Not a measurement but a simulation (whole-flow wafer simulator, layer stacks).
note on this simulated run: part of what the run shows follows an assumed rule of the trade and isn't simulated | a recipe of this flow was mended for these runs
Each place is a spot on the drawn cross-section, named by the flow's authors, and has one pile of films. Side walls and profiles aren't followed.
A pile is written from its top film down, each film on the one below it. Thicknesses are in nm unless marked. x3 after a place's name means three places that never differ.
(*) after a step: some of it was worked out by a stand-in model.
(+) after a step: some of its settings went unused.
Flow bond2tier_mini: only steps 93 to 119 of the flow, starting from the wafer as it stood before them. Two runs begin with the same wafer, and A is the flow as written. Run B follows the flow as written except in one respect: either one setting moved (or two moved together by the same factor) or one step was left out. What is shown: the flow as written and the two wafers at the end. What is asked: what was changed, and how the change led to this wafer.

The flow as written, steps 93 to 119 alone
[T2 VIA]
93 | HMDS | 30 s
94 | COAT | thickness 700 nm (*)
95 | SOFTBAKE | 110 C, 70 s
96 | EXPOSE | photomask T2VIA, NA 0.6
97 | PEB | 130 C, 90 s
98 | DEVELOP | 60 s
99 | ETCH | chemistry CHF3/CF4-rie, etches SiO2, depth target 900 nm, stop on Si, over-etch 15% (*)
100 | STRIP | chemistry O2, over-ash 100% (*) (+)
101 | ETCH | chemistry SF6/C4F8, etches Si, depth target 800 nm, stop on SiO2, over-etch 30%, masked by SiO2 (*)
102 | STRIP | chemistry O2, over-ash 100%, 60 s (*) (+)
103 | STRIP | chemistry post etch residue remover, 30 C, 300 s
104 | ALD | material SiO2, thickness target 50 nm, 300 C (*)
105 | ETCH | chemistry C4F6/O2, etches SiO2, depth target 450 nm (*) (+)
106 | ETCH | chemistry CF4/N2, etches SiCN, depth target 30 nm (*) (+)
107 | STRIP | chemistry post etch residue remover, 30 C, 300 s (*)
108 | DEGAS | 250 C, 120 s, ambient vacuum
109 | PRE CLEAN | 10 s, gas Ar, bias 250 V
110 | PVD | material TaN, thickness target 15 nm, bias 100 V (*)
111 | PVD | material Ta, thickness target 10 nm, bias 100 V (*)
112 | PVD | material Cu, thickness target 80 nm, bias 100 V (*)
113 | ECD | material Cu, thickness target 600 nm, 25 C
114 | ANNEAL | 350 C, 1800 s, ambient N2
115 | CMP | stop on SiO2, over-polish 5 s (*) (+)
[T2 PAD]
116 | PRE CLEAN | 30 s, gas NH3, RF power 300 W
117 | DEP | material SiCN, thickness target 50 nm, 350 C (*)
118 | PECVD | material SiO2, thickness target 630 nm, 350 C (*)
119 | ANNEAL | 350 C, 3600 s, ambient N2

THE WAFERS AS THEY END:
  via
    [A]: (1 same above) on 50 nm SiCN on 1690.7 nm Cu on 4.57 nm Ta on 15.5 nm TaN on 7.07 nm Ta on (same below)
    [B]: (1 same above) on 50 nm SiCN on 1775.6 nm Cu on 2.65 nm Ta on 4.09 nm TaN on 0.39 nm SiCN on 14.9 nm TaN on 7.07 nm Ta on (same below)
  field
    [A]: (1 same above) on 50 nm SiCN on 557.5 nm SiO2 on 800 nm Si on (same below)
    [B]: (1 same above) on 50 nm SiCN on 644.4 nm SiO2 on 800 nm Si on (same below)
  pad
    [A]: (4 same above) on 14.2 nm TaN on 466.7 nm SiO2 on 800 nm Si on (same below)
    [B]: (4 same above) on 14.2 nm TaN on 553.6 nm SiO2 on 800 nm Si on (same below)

Cause: step 104, ALD: thickness target 136.9 nm was run, whereas the flow has thickness target 50 nm.

The path from the change to this, step by step:
  104 | ALD | material SiO2, thickness target 50 nm, 300 C (*)
      field, pad, via: A +50 SiO2 | B +136.9 SiO2
  105 | ETCH | chemistry C4F6/O2, etches SiO2, depth target 450 nm (*) (+)
      via: A -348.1 SiO2 (all of it), -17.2 SiCN | B -435 SiO2 (all of it), -2.52 SiCN
  106 | ETCH | chemistry CF4/N2, etches SiCN, depth target 30 nm (*) (+)
      via: A -17.6 SiCN (all of it), -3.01 TaN | B -30 SiCN
  109 | PRE CLEAN | 10 s, gas Ar, bias 250 V
      via: A -3.19 TaN | B -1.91 SiCN
  110 | PVD | material TaN, thickness target 15 nm, bias 100 V (*)
      via: A +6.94 TaN | B +4.09 TaN (new film)
  111 | PVD | material Ta, thickness target 10 nm, bias 100 V (*)
      via: A +4.57 Ta (new film) | B +2.65 Ta (new film)
  112 | PVD | material Cu, thickness target 80 nm, bias 100 V (*)
      via: A +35 Cu (new film) | B +17.3 Cu (new film)
  113 | ECD | material Cu, thickness target 600 nm, 25 C
      via: A +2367 Cu | B +2469.7 Cu
With metal films that touch counted as one body, via has 2 bodies (between them, from the top down: SiCN 0.39); the flow as written gives 1 body.
